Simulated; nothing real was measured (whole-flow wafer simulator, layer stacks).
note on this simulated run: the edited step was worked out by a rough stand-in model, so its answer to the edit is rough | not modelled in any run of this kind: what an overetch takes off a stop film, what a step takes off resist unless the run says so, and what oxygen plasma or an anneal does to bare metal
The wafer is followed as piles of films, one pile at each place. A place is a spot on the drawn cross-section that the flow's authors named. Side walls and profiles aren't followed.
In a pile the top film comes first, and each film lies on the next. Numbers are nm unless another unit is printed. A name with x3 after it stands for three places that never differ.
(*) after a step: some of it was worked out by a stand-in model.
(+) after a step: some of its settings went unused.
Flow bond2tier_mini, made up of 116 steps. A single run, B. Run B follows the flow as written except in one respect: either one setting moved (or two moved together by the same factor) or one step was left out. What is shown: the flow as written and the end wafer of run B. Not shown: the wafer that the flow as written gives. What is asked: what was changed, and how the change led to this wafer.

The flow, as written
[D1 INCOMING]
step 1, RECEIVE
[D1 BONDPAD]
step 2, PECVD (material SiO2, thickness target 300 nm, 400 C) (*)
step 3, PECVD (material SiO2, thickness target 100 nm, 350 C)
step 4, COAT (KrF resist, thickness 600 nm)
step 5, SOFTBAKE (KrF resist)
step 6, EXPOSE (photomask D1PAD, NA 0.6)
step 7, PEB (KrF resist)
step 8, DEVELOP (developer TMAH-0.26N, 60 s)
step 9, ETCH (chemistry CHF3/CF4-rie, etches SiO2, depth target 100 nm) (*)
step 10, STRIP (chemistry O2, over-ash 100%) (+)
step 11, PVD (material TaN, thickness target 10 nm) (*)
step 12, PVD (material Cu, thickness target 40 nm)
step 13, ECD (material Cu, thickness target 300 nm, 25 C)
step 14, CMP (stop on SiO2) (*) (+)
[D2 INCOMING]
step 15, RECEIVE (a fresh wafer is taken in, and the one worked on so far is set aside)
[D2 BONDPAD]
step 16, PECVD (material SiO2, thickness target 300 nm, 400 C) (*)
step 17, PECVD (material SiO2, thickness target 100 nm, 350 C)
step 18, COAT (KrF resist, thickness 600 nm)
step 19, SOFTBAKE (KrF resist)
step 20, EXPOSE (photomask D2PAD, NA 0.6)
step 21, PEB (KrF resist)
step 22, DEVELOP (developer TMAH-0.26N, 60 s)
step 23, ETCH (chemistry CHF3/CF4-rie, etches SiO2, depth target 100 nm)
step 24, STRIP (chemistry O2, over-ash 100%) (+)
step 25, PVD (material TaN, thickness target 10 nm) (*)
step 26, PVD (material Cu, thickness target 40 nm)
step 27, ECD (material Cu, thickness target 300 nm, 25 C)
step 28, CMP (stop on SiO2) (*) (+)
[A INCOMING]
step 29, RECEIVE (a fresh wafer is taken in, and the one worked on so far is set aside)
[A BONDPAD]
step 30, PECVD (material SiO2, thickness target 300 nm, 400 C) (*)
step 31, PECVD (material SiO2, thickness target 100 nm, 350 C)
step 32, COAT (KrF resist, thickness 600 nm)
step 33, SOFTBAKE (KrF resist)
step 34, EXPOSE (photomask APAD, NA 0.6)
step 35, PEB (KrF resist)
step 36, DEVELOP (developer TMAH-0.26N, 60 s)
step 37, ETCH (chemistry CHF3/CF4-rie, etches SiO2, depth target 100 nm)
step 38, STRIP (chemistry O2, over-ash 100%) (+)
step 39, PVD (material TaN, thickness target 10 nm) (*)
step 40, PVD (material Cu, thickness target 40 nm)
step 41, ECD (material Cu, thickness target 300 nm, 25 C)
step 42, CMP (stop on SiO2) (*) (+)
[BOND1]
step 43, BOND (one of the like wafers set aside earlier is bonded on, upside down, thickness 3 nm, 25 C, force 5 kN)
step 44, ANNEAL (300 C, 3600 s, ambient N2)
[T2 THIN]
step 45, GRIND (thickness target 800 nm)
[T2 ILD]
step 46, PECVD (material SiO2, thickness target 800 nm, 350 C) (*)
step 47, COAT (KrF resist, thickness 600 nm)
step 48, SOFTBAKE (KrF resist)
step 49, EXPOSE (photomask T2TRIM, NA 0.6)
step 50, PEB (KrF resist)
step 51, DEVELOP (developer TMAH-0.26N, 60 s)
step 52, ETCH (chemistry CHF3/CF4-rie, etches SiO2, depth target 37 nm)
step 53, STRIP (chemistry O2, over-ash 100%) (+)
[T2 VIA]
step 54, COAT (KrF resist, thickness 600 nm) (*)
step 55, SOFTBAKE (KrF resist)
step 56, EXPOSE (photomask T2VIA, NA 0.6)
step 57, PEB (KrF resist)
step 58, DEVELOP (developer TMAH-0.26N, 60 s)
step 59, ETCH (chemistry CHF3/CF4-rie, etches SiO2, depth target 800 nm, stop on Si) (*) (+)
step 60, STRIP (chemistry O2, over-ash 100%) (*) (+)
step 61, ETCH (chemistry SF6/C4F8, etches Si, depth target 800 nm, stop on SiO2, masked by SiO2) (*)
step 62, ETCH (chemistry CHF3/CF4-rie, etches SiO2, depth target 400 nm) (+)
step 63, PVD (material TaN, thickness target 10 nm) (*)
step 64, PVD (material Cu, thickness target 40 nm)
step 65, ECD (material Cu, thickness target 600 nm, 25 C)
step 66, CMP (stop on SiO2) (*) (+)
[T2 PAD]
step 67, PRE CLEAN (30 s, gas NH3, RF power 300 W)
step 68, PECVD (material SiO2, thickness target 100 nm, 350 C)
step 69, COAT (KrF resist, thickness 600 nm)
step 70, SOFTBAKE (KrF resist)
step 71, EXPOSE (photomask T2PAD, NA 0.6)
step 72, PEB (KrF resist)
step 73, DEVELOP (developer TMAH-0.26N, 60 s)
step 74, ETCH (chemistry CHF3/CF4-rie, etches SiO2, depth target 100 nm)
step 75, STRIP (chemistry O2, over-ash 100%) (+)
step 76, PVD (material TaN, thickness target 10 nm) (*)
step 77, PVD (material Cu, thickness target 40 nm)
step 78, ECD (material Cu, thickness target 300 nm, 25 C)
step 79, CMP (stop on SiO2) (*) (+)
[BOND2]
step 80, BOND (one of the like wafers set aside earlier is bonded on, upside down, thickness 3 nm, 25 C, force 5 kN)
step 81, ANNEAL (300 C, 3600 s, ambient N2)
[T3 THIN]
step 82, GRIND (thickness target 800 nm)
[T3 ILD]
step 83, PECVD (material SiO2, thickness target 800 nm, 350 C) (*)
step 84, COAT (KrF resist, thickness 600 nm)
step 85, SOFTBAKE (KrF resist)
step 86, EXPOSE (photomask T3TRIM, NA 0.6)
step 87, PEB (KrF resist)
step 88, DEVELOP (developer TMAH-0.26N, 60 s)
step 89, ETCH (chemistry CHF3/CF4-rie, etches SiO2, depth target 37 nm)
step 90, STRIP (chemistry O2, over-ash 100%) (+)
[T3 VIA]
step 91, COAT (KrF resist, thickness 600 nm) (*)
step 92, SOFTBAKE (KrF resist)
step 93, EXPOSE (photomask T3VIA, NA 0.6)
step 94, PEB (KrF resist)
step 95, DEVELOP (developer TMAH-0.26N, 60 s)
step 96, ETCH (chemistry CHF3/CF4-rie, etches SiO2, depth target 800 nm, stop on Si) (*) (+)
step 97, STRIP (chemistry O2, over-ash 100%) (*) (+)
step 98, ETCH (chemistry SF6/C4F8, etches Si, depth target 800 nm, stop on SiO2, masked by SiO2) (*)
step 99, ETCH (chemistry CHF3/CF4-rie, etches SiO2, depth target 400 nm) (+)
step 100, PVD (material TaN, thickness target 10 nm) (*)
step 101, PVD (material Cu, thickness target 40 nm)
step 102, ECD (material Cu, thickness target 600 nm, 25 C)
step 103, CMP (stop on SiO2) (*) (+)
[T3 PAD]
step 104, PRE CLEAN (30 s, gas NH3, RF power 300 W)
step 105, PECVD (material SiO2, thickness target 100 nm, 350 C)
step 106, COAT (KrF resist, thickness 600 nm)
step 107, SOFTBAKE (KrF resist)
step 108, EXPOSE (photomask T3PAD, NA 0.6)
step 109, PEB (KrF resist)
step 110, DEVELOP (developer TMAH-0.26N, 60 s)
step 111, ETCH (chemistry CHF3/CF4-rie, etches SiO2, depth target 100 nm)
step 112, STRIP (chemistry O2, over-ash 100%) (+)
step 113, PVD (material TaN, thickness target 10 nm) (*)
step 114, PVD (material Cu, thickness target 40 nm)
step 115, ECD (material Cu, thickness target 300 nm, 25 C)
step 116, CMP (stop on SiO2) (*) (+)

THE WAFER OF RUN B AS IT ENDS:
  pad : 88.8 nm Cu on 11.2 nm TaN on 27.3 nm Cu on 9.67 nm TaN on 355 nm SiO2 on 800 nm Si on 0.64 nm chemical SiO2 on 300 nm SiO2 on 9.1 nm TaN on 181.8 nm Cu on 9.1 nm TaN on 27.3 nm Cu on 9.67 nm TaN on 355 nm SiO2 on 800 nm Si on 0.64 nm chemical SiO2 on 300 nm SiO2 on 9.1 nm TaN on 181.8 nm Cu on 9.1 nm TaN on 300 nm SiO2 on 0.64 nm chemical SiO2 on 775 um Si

The reason: step 113, PVD: thickness target 12.3 nm was run, though the flow has thickness target 10 nm.

The path from the change to this, step by step:
  step 113, PVD (material TaN, thickness target 10 nm) (*)
      field: +12.3 TaN (new film) (as written it would have been: +10 TaN (new film))
      pad: +11.2 TaN (new film) (as written it would have been: +9.1 TaN (new film))
  step 116, CMP (stop on SiO2) (*) (+)
      field: -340 Cu (all of it), -12.3 TaN (all of it) (as written it would have been: -340 Cu (all of it), -10 TaN (all of it))
